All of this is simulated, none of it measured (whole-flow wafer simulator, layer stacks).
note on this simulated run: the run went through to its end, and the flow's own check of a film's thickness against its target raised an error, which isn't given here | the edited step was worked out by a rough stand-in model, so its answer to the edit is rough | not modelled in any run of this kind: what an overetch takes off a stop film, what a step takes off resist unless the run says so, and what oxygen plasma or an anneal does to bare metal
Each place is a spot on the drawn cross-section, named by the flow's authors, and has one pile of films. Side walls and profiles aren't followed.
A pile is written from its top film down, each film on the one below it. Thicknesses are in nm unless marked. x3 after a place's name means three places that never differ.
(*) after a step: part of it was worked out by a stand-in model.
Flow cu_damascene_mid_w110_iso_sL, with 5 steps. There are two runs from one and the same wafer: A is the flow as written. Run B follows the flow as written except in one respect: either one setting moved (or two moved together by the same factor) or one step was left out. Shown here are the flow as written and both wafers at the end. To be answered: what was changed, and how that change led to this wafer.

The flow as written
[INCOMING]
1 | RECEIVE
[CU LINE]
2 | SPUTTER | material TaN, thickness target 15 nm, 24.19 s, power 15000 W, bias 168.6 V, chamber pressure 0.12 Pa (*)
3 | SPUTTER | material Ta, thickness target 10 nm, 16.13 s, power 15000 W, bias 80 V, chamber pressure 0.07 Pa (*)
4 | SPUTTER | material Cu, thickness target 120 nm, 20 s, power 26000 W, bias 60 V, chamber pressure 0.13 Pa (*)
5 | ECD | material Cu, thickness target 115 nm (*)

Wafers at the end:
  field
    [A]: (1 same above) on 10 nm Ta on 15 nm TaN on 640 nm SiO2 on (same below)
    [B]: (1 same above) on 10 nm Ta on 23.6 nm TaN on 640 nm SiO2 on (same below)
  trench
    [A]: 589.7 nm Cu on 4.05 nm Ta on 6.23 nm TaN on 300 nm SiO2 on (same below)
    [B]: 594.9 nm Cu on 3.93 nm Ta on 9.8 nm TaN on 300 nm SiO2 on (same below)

What caused this: step 2, SPUTTER: thickness target 23.6 nm was run, though the flow has thickness target 15 nm; step 2, SPUTTER: 38.1 s was run, where the flow has 24.19 s.
The wafer lets one read it off: field has TaN 23.6, and step 2 as written asks for 15 nm.

The path from the change to this, step by step:
  2 | SPUTTER | material TaN, thickness target 15 nm, 24.19 s, power 15000 W, bias 168.6 V, chamber pressure 0.12 Pa (*)
      field: A TaN gains 15 (new film) | B TaN gains 23.6 (new film)
      trench: A TaN gains 6.23 (new film) | B TaN gains 9.8 (new film)
  4 | SPUTTER | material Cu, thickness target 120 nm, 20 s, power 26000 W, bias 60 V, chamber pressure 0.13 Pa (*)
      trench: A Cu gains 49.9 (new film) | B Cu gains 48.5 (new film)
